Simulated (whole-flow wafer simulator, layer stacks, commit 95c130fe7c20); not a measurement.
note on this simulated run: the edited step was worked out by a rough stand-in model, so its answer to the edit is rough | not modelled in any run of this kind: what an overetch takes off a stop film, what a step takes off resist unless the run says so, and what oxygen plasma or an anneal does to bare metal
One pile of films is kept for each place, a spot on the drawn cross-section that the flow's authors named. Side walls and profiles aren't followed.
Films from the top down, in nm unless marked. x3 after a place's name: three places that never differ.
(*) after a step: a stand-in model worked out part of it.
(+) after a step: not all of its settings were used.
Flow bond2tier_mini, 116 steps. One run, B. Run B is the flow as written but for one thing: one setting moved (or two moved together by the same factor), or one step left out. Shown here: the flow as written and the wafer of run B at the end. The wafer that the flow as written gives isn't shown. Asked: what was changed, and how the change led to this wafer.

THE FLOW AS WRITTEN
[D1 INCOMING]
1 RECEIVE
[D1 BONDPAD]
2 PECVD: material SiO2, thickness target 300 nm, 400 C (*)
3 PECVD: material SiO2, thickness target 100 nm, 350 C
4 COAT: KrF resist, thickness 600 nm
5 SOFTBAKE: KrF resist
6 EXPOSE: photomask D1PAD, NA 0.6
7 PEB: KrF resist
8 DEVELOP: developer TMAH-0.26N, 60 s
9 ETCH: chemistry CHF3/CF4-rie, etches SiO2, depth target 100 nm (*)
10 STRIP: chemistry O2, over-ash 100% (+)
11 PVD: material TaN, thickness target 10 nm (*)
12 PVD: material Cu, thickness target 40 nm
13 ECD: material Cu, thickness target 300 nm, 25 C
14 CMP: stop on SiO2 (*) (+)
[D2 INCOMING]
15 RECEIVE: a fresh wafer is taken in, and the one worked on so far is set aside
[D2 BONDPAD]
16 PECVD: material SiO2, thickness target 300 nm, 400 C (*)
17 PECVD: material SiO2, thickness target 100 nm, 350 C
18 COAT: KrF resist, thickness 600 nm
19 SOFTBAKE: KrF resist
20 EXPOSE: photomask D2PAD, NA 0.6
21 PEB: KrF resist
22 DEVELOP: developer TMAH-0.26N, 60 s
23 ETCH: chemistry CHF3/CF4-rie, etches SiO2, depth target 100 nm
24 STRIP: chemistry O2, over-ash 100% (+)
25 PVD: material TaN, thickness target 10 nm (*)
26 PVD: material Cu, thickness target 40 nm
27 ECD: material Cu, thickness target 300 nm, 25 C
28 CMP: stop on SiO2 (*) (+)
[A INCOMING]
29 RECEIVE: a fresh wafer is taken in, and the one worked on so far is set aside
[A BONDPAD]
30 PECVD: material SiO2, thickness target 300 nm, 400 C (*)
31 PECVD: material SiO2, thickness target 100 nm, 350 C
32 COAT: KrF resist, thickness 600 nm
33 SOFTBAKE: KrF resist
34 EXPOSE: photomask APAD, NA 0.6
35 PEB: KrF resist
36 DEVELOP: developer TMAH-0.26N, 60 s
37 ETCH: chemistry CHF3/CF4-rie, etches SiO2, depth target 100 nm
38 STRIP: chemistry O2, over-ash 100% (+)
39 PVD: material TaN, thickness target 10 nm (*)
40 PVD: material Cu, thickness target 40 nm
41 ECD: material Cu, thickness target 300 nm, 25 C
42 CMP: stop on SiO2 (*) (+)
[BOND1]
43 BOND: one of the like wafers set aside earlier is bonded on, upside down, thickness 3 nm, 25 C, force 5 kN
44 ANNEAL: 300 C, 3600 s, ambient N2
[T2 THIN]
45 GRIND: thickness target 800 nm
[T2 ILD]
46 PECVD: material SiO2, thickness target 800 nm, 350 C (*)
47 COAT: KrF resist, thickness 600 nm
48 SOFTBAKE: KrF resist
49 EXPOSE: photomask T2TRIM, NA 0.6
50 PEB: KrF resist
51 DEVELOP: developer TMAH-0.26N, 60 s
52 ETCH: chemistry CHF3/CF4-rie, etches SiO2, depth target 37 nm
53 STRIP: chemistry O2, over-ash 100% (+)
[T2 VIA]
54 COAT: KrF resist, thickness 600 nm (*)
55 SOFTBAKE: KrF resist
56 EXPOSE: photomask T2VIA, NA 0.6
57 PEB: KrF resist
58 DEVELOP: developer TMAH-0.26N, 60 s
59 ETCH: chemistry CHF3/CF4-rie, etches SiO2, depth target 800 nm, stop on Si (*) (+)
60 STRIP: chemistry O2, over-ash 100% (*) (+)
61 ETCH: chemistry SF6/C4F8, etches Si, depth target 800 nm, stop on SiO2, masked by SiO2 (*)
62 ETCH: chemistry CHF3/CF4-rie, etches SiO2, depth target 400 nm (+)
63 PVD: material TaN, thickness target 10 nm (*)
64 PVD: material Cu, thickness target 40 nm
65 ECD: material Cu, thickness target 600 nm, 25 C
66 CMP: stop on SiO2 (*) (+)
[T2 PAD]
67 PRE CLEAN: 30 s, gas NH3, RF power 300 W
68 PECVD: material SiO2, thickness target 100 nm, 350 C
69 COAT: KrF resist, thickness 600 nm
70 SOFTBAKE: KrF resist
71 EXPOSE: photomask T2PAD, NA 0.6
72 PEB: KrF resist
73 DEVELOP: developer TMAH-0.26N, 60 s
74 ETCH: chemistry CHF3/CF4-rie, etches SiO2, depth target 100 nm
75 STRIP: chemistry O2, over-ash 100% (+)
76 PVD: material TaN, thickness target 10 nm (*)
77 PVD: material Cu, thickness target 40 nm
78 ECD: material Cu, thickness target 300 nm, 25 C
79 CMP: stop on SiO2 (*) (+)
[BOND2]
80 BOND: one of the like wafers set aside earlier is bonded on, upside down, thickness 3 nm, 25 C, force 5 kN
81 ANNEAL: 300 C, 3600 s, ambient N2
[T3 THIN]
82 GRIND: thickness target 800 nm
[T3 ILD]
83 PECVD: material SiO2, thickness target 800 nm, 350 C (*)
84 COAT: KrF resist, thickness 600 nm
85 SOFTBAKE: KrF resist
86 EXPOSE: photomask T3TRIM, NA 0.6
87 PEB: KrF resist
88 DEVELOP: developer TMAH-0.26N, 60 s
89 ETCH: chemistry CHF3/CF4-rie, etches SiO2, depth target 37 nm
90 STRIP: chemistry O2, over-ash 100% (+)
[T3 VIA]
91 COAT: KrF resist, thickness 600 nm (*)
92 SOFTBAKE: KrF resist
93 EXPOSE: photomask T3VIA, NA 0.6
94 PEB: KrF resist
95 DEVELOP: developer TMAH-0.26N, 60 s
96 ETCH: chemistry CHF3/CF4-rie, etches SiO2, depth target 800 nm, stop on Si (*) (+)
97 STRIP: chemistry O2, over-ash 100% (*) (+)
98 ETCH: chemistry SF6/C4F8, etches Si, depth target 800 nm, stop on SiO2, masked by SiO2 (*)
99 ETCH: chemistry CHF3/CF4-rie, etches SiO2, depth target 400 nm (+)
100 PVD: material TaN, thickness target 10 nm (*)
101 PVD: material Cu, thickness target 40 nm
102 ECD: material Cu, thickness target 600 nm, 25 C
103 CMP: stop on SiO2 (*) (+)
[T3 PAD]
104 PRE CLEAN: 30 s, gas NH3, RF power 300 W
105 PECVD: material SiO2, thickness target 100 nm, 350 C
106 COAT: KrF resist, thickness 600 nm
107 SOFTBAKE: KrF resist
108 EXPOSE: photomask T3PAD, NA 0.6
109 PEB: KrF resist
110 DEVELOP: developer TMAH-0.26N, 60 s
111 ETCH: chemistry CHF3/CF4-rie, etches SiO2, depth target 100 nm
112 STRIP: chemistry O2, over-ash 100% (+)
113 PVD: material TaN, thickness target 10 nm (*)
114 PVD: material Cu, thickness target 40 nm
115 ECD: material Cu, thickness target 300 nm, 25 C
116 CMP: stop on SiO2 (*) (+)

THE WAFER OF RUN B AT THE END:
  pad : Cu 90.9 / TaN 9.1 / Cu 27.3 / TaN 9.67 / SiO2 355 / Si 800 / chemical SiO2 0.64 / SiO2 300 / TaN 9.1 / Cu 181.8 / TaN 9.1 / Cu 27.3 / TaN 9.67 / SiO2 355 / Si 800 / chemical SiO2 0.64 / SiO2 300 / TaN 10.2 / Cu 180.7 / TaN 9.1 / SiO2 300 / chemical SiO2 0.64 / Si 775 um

The cause: step 11, PVD: thickness target 11.2 nm was run, where the flow has thickness target 10 nm.

How the change led to this, step by step:
  11 PVD: material TaN, thickness target 10 nm (*)
      field: TaN +11.2 (new film) (as written it would be: TaN +10 (new film))
      pad: TaN +10.2 (new film) (as written it would be: TaN +9.1 (new film))
      (and at 1 more place)
  14 CMP: stop on SiO2 (*) (+)
      field: Cu -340 (all of it), TaN -11.2 (all of it) (as written it would be: Cu -340 (all of it), TaN -10 (all of it))
  43 BOND: one of the like wafers set aside earlier is bonded on, upside down, thickness 3 nm, 25 C, force 5 kN
      pad: Si +775 um (new film), chemical SiO2 +0.64 (new film), SiO2 +300 (new film), TaN +10.2 (new film), Cu +89.8 (as written it would be: Si +775 um (new film), chemical SiO2 +0.64 (new film), SiO2 +300 (new film), TaN +9.1 (new film), Cu +90.9)
      via: Si +775 um (new film), chemical SiO2 +0.64 (new film), SiO2 +300 (new film), TaN +11.2 (new film), Cu +88.8 (as written it would be: Si +775 um (new film), chemical SiO2 +0.64 (new film), SiO2 +300 (new film), TaN +9.97 (new film), Cu +90)
